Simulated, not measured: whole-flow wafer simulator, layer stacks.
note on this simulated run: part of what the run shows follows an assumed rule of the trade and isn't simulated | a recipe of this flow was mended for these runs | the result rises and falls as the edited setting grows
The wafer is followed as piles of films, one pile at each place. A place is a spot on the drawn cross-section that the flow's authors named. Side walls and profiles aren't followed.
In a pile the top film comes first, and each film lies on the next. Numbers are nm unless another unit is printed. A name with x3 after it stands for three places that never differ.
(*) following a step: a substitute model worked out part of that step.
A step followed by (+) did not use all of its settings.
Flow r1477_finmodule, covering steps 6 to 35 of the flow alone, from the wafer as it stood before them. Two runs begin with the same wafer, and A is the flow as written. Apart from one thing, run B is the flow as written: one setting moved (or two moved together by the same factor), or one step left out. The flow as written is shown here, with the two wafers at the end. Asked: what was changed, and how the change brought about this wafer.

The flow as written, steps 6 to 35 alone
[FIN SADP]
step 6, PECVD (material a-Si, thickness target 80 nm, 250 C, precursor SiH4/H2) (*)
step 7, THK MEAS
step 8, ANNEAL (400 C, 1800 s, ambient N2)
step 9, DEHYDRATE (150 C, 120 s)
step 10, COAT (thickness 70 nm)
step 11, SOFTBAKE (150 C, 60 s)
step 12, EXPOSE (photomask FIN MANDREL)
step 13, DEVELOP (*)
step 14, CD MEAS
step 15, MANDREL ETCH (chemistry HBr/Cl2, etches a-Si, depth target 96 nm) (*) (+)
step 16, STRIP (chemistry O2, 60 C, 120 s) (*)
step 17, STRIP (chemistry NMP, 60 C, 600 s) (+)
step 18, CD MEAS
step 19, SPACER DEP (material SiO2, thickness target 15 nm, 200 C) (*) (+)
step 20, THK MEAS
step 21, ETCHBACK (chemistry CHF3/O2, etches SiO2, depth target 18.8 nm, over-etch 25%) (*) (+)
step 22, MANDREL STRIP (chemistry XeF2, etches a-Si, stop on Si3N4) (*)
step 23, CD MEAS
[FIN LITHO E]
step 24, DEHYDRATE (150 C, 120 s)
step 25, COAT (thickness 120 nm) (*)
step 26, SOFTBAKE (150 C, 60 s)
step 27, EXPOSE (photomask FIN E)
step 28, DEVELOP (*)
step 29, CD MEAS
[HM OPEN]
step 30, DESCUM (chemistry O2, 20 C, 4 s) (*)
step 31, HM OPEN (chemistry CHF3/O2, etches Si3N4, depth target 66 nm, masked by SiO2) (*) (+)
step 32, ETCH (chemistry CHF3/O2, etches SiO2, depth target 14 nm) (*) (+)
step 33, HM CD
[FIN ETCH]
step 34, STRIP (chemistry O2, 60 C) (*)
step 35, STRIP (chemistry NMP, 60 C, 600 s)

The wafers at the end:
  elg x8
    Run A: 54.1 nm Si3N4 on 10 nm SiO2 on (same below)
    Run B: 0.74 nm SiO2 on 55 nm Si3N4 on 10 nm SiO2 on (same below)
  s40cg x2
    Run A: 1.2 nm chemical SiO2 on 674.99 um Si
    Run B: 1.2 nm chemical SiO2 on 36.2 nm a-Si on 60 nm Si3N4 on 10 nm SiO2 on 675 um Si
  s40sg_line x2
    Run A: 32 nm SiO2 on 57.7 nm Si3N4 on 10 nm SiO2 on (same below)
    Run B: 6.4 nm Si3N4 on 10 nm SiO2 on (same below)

What caused this: step 6, PECVD: thickness target 60.8 nm was run, whereas the flow has thickness target 80 nm; step 21, ETCHBACK: depth target 14.3 nm was run, where the flow has depth target 18.8 nm.

The path from the change to this, step by step:
  step 6, PECVD (material a-Si, thickness target 80 nm, 250 C, precursor SiH4/H2) (*)
      pad x2, elg x8, esg x2 and 24 more: A a-Si gains 80 (new film) | B a-Si gains 60.8 (new film)
  step 15, MANDREL ETCH (chemistry HBr/Cl2, etches a-Si, depth target 96 nm) (*) (+)
      pad x2, elg x8, esg x2 and 18 more: A a-Si loses 80 (all of it), Si3N4 loses 2.29 | B a-Si loses 60.8 (all of it), Si3N4 loses 5.03
  step 21, ETCHBACK (chemistry CHF3/O2, etches SiO2, depth target 18.8 nm, over-etch 25%) (*) (+)
      pad x2, elg x8, esg x2 and 12 more: A SiO2 loses 15 (all of it), Si3N4 loses 3.62 | B SiO2 loses 14.3
      s40cg x2, s45cg x2, s50cg x2: A SiO2 loses 15 (all of it), chemical SiO2 loses 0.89 (all of it), a-Si loses 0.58 | B SiO2 loses 14.3
  step 22, MANDREL STRIP (chemistry XeF2, etches a-Si, stop on Si3N4) (*)
      s40cg x2, s45cg x2, s50cg x2: A a-Si loses 79 (all of it) | B nothing
  step 25, COAT (thickness 120 nm) (*)
      s40cg x2: A e-beam-resist gains 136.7 (new film) | B e-beam-resist gains 79.8 (new film)
      s40sg x2: A e-beam-resist gains 142.6 (new film) | B e-beam-resist gains 146 (new film)
      (as well as at 14 more places)
  step 28, DEVELOP (*)
      s40cg x2: A e-beam-resist loses 136.7 (all of it) | B e-beam-resist loses 79.8 (all of it)
      s40sg x2: A e-beam-resist loses 142.6 (all of it) | B e-beam-resist loses 146 (all of it)
      (as well as at 14 more places)
  step 31, HM OPEN (chemistry CHF3/O2, etches Si3N4, depth target 66 nm, masked by SiO2) (*) (+)
      pad x2, esg x2, e40sg x2, e100sg x2, e200sg x2, s40sg x2, s45sg x2, s50sg x2: A Si3N4 loses 54.1 (all of it), SiO2 loses 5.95 | B SiO2 loses 0.74 (all of it), Si3N4 loses 55 (all of it), SiO2 loses 4.78
      s40cg x2, s45cg x2, s50cg x2: A Si3N4 loses 60 (all of it), SiO2 loses 3 | B SiO2 loses 0.76 (all of it), chemical SiO2 loses 0.89 (all of it), a-Si loses 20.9
      (as well as at 6 more places)
  step 32, ETCH (chemistry CHF3/O2, etches SiO2, depth target 14 nm) (*) (+)
      s40cg x2, s45cg x2, s50cg x2: A SiO2 loses 7 (all of it), Si loses 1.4 | B a-Si loses 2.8
      s45sg_line x2, s50sg_line x2: A SiO2 loses 14 | B Si3N4 loses 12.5
      (as well as at 18 more places)
  step 34, STRIP (chemistry O2, 60 C) (*)
      s40cg x2, s45cg x2, s50cg x2: A chemical SiO2 gains 1.2 (new film), Si loses 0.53 | B chemical SiO2 gains 1.2 (new film), a-Si loses 0.53
